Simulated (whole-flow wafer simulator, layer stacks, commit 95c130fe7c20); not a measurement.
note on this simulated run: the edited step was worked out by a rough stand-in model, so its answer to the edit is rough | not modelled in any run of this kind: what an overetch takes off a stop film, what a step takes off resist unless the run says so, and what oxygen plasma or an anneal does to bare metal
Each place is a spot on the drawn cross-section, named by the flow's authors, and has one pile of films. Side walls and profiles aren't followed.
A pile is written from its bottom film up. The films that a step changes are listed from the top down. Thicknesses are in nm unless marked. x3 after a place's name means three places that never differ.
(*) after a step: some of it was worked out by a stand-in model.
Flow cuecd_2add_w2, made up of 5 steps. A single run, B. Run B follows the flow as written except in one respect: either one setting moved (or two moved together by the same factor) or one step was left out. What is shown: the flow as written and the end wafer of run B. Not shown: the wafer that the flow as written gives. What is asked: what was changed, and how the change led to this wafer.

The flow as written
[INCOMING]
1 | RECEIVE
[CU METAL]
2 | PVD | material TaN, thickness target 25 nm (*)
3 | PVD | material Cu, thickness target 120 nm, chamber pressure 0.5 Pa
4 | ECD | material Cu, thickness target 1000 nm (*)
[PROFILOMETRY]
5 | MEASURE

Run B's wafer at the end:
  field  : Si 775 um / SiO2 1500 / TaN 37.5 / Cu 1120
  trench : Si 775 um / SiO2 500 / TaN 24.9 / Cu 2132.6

Cause: step 2, PVD: thickness target 37.5 nm was run, though the flow has thickness target 25 nm.
The wafer lets one read it off: field has TaN 37.5, and step 2 as written asks for 25 nm.

Step by step, how the change led to this:
  2 | PVD | material TaN, thickness target 25 nm (*)
      field: +37.5 TaN (new film) (it would be, as written: +25 TaN (new film))
      trench: +24.9 TaN (new film) (it would be, as written: +16.6 TaN (new film))
